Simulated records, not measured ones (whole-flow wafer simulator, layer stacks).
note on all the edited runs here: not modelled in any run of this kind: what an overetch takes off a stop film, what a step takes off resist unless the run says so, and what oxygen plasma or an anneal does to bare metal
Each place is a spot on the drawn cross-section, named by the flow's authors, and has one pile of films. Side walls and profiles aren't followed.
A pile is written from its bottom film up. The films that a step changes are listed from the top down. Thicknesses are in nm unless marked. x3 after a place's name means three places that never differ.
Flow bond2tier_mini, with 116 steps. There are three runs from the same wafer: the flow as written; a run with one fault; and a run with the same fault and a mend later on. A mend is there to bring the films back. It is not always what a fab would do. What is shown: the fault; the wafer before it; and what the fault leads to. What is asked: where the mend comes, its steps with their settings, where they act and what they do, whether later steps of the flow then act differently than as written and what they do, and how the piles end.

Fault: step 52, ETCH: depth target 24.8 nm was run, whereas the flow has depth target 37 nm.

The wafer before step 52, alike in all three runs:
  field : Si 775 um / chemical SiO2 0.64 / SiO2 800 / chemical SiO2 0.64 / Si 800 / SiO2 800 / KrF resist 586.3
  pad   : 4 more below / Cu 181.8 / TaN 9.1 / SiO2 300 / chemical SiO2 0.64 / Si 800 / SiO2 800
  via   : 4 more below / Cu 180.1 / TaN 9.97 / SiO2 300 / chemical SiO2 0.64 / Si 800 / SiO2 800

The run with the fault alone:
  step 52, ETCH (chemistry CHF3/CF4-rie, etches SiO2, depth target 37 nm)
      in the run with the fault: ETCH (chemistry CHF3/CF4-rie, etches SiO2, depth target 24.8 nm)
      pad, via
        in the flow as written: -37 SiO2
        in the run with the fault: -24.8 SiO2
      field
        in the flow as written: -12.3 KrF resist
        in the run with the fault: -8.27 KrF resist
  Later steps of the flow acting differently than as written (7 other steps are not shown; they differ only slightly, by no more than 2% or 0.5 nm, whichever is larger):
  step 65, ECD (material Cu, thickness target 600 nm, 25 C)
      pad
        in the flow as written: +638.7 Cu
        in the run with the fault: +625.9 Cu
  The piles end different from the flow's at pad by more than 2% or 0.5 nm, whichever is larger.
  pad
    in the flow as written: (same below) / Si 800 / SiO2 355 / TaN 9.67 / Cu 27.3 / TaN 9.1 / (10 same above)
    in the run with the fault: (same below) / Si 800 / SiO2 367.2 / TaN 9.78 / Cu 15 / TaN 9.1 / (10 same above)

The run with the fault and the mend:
  The mend stands after step 52.
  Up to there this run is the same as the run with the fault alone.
  step 52a, ETCH (chemistry CHF3/CF4-rie, etches SiO2, depth target 12.2 nm) (the flow's step 52, run once more with other settings)
      pad, via
        -12.2 SiO2
      field
        -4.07 KrF resist
  Later steps of the flow that are run all act as written at every place that is followed.
  At every place that both follow, the piles at the end match the flow's.
